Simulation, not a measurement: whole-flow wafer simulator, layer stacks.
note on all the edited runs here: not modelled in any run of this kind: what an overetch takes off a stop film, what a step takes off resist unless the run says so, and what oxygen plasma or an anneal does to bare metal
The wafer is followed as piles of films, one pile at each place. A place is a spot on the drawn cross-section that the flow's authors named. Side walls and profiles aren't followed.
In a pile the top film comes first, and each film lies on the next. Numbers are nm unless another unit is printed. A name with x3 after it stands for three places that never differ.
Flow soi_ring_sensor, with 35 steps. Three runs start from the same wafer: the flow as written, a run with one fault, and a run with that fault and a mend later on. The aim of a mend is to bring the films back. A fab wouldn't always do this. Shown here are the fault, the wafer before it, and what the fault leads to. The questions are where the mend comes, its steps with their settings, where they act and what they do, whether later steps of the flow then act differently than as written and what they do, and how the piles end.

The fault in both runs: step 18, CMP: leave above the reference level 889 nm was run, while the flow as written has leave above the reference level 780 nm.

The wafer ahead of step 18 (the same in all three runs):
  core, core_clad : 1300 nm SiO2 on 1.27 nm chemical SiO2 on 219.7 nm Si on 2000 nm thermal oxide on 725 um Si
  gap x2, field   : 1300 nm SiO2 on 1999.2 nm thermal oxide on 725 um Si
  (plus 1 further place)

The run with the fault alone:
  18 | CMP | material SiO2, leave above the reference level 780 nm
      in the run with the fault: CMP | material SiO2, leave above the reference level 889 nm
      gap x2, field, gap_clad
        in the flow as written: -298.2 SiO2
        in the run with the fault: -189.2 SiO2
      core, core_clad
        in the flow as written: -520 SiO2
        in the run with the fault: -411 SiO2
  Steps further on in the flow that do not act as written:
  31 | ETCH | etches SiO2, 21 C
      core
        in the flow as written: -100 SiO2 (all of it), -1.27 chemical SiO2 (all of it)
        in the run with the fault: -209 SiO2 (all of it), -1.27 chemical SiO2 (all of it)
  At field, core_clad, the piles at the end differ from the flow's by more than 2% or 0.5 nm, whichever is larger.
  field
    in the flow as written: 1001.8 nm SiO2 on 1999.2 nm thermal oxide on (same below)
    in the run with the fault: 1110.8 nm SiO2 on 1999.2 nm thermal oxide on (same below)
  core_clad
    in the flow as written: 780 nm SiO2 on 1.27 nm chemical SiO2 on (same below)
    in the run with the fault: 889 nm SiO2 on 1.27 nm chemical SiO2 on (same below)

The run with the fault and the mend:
  The mend stands after step 19.
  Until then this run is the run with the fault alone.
  19a | CMP | material SiO2, leave above the reference level 780 nm (a further turn of the flow's step 18)
      core, gap x2, field, core_clad, gap_clad
        -109 SiO2
  Later steps of the flow that are run all act as written at every place that is followed.
  At every place that both follow, the piles at the end match the flow's.
